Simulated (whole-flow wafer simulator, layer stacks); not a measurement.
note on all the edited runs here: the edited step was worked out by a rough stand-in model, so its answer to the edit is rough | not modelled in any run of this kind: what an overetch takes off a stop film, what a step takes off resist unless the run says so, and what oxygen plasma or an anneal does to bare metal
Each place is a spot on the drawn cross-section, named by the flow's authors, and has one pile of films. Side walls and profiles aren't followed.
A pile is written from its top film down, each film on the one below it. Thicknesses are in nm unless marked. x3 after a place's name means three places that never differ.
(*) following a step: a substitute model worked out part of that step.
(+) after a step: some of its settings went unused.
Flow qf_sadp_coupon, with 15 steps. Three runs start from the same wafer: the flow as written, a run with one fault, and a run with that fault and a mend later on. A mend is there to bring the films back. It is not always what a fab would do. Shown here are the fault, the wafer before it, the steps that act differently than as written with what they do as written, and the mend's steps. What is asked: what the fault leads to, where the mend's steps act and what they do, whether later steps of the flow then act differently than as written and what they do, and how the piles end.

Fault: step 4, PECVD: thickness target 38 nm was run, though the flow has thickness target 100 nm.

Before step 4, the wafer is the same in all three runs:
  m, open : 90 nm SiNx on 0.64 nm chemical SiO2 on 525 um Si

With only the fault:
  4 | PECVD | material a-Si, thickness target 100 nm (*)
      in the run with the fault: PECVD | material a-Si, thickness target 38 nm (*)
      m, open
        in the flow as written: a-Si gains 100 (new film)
        in the run with the fault: a-Si gains 38 (new film)
  Steps further on in the flow that do not act as written:
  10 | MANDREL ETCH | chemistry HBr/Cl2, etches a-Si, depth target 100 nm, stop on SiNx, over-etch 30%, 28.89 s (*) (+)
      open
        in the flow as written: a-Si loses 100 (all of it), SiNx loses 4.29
        in the run with the fault: a-Si loses 38 (all of it), SiNx loses 13.1
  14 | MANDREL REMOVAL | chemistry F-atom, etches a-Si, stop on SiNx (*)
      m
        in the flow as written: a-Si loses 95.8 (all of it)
        in the run with the fault: a-Si loses 33.8 (all of it)
  At open, the piles at the end differ from the flow's by more than 2% or 0.5 nm, whichever is larger.
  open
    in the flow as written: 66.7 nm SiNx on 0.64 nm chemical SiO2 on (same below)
    in the run with the fault: 57.8 nm SiNx on 0.64 nm chemical SiO2 on (same below)

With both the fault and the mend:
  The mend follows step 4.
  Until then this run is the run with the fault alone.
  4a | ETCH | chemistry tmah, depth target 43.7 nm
      m, open
        a-Si loses 38 (all of it)
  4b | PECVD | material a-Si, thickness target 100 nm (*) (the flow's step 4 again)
      m, open
        a-Si gains 100 (new film)
  Later steps of the flow that are run all act as written at every place that is followed.
  At every place that both follow, the piles at the end match the flow's.
